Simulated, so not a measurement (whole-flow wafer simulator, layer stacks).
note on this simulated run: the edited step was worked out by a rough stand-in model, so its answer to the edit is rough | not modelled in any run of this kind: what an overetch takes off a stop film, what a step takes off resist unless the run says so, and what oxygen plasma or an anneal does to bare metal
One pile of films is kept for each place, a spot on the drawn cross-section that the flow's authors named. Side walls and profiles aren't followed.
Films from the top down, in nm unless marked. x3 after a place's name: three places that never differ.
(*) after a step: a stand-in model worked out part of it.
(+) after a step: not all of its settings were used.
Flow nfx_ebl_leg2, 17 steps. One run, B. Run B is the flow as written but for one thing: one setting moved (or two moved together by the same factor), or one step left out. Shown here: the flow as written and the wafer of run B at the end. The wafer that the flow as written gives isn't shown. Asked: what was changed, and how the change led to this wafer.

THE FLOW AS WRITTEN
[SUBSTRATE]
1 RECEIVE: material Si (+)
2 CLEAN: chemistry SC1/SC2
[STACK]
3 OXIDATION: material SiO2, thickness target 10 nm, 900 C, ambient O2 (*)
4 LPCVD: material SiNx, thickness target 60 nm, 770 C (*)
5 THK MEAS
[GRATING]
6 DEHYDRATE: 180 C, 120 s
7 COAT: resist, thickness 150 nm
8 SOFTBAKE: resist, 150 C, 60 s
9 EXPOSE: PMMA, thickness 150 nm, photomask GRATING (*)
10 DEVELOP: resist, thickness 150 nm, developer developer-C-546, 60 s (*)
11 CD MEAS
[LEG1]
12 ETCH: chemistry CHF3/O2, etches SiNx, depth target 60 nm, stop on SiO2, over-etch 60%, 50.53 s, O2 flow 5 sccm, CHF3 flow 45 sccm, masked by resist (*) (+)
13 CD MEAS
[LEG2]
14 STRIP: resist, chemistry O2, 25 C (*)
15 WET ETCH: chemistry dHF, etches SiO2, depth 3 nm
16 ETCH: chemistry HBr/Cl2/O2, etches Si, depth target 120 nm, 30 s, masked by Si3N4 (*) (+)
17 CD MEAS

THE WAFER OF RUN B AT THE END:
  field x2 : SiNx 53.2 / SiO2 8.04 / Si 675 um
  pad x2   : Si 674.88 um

The cause: step 3, OXIDATION: 877 C was run, where the flow has 900 C.

How the change led to this, step by step:
  3 OXIDATION: material SiO2, thickness target 10 nm, 900 C, ambient O2 (*)
      field x2, pad x2: SiO2 +8.04 (new film), chemical SiO2 -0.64 (all of it), Si -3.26 (as written it would be: SiO2 +10 (new film), chemical SiO2 -0.64 (all of it), Si -4.12)
  12 ETCH: chemistry CHF3/O2, etches SiNx, depth target 60 nm, stop on SiO2, over-etch 60%, 50.53 s, O2 flow 5 sccm, CHF3 flow 45 sccm, masked by resist (*) (+)
      pad x2: SiNx -60 (all of it), SiO2 -8.04 (all of it) (as written it would be: SiNx -60 (all of it), SiO2 -10 (all of it))
